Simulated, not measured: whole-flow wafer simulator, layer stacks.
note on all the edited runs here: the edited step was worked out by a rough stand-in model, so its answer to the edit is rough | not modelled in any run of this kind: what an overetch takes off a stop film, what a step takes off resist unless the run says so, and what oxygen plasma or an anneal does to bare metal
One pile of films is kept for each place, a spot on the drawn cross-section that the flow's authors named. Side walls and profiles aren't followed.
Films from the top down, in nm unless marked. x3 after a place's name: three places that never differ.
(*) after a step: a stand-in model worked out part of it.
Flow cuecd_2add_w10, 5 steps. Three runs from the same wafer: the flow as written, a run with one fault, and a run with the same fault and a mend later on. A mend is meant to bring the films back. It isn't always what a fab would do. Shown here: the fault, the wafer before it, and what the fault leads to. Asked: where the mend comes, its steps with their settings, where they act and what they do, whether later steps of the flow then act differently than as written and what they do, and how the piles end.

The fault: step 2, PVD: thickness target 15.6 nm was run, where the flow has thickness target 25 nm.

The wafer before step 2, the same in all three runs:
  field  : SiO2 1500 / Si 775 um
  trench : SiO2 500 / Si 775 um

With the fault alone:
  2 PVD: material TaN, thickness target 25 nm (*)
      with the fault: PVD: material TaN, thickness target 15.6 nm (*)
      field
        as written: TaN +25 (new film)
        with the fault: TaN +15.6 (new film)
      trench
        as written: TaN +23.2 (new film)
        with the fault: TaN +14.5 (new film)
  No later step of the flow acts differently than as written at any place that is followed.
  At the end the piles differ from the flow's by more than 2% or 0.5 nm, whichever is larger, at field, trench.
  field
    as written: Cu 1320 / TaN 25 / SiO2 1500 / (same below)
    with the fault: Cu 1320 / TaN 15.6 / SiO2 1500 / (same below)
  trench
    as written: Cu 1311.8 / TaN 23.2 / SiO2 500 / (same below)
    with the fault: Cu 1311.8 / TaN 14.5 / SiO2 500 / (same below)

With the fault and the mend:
  The mend comes after step 2.
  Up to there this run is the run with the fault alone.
  2a PVD: material TaN, thickness target 9.4 nm (*) (the flow's step 2 once more, with other settings)
      field
        TaN +9.4
      trench
        TaN +8.71
  No later step of the flow acts differently than as written at any place that is followed.
  At the end the piles are the same as the flow's at every place that both follow.
